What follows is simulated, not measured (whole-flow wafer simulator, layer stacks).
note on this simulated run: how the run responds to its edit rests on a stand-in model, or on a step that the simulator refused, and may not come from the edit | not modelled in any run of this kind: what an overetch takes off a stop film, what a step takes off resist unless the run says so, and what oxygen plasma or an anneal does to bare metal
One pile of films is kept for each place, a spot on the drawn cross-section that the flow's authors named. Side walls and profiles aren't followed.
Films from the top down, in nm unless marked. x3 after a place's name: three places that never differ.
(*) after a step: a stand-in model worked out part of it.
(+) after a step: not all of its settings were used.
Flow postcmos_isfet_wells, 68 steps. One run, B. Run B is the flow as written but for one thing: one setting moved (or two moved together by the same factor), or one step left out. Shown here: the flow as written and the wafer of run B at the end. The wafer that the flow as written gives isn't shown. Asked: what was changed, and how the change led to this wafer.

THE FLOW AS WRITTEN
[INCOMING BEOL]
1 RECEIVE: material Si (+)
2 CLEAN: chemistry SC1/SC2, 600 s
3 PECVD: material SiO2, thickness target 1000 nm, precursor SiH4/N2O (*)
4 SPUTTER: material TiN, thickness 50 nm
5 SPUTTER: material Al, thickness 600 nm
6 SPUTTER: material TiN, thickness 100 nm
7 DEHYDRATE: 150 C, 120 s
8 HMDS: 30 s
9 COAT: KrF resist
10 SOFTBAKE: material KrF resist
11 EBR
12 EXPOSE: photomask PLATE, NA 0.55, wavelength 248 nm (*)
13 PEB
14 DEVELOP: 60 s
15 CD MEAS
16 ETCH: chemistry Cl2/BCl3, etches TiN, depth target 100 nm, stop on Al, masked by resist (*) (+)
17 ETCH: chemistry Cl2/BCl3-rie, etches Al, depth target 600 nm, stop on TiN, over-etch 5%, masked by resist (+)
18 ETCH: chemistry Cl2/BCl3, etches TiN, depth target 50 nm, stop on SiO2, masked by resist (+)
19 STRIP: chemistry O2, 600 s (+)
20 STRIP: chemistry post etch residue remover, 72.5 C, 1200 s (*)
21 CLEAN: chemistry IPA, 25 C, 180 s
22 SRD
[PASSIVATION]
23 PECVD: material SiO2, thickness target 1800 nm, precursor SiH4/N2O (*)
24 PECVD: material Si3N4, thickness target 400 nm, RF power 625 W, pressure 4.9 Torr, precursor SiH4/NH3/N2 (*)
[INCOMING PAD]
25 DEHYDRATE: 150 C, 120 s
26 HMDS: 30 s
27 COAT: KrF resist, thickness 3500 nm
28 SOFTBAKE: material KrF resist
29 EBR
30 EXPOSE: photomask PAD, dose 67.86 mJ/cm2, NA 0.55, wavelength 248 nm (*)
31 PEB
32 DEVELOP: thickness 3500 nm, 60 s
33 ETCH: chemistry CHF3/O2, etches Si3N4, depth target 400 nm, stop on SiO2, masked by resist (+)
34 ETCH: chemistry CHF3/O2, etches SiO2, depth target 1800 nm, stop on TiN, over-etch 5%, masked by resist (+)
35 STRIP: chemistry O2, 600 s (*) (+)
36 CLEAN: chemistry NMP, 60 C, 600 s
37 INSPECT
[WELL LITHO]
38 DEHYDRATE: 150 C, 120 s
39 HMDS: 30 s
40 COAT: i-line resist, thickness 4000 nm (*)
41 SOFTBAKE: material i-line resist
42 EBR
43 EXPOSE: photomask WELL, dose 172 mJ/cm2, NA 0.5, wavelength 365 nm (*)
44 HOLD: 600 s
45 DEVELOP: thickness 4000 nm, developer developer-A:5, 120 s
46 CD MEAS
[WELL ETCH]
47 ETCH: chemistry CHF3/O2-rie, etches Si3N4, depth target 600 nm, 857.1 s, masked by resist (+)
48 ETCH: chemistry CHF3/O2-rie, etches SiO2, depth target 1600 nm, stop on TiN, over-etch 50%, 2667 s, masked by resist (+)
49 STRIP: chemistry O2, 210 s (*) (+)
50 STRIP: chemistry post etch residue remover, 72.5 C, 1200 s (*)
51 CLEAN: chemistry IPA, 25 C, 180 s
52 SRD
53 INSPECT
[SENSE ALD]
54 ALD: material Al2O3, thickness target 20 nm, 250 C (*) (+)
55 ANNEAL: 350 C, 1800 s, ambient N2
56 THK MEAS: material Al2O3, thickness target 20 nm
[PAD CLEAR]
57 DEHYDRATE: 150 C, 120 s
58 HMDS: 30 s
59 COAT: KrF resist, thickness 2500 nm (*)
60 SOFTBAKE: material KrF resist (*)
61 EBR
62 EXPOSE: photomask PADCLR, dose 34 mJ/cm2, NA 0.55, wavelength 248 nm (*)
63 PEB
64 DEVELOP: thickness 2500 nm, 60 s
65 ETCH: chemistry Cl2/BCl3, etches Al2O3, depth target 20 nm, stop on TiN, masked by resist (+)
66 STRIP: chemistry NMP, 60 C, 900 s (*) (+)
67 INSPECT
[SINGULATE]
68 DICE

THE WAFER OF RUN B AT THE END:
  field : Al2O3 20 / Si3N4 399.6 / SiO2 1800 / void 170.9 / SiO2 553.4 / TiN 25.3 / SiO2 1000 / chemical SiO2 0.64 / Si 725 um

The cause: step 17, ETCH: depth target 538.8 nm was run, where the flow has depth target 600 nm.

How the change led to this, step by step:
  17 ETCH: chemistry Cl2/BCl3-rie, etches Al, depth target 600 nm, stop on TiN, over-etch 5%, masked by resist (+)
      field: Al -538.8 (as written it would be: Al -600 (all of it))
      margin, well900, well1300, well2000, well3000, pad_rim, pad_clr, pad_open: KrF resist -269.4 (as written it would be: KrF resist -300)
  18 ETCH: chemistry Cl2/BCl3, etches TiN, depth target 50 nm, stop on SiO2, masked by resist (+)
      field: Al -61.2 (all of it), TiN -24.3 (as written it would be: TiN -50 (all of it))
  19 STRIP: chemistry O2, 600 s (+)
      margin, well900, well1300, well2000, well3000, pad_rim, pad_clr, pad_open: KrF resist -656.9 (all of it) (as written it would be: KrF resist -626.3 (all of it))
  23 PECVD: material SiO2, thickness target 1800 nm, precursor SiH4/N2O (*)
      field: SiO2 +1800 (new film), void +170.9 (new film), SiO2 +553.4 (new film) (as written it would be: SiO2 +1800 (new film), void +189.9 (new film), SiO2 +559.7)
Counting metal films that touch as one body, field has 1 body; the flow as written gives 0 bodies.
